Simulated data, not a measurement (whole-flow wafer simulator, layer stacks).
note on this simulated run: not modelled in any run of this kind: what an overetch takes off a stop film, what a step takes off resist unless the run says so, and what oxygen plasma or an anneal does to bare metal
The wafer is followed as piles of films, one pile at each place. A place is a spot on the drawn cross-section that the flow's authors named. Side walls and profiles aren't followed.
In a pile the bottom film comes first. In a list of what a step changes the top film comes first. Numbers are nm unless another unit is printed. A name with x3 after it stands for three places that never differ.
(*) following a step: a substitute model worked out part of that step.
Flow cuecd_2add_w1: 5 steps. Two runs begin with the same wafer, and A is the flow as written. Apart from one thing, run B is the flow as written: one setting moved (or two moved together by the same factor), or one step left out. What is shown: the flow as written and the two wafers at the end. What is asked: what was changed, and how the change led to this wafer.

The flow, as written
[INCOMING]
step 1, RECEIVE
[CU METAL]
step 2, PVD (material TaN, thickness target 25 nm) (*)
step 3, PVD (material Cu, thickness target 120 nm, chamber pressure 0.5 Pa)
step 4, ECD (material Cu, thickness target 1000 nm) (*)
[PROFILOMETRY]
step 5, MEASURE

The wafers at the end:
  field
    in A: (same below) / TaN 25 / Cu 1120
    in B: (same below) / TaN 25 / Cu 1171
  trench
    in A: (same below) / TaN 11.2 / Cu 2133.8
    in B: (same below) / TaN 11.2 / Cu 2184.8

Cause: step 3, PVD: thickness target 171 nm was run, though the flow has thickness target 120 nm.

The path from the change to this, step by step:
  step 3, PVD (material Cu, thickness target 120 nm, chamber pressure 0.5 Pa)
      field: A +120 Cu (new film) | B +171 Cu (new film)
      trench: A +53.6 Cu (new film) | B +75.1 Cu (new film)
